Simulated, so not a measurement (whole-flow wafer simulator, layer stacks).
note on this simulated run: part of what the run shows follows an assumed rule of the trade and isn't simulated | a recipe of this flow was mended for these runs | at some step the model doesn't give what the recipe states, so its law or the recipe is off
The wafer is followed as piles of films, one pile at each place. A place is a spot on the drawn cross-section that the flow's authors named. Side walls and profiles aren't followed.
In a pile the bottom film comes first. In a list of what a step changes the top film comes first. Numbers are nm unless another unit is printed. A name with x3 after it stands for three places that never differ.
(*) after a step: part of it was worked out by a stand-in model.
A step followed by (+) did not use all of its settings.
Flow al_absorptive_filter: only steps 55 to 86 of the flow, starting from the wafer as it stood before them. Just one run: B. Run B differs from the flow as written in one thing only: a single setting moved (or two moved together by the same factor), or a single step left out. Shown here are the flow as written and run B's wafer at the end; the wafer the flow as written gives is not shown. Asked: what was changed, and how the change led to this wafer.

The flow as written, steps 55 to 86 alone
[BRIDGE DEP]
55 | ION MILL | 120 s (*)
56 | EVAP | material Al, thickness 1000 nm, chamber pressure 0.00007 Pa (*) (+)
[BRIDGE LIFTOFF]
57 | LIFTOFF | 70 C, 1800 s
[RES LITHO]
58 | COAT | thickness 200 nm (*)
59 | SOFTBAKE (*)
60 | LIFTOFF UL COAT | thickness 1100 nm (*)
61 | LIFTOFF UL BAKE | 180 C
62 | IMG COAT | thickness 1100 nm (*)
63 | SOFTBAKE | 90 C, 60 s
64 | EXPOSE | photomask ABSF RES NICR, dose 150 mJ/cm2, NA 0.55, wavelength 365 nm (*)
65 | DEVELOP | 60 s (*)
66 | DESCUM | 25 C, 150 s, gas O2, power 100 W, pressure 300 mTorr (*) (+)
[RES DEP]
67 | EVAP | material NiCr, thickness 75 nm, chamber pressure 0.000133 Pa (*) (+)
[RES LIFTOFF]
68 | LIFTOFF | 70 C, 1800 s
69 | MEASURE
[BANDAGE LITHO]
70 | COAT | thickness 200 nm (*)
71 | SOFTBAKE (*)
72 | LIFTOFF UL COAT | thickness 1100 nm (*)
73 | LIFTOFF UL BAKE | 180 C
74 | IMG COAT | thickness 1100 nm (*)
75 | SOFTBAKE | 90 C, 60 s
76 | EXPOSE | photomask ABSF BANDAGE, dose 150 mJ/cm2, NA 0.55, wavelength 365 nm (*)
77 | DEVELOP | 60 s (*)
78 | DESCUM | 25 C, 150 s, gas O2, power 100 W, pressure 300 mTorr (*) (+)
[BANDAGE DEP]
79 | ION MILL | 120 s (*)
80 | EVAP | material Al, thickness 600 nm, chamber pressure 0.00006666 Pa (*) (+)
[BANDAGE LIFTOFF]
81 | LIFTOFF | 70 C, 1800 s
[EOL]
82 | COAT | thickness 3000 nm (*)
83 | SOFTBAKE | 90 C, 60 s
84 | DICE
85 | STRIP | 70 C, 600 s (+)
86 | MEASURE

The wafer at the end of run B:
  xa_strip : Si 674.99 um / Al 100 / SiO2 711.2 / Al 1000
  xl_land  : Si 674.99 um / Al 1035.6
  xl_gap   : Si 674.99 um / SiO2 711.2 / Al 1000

Cause: step 55, ION MILL: 192 s was run, whereas the flow has 120 s.

Step by step, how the change led to this:
  55 | ION MILL | 120 s (*)
      gnd, pad_far, pad_near and 7 more: i-line-resist loses 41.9 (in the flow as written it would be: i-line-resist loses 26.2)
      xa_strip, xl_gap, xl_turn: SiO2 loses 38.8 (in the flow as written it would be: SiO2 loses 24.3)
      (also at 1 further place)
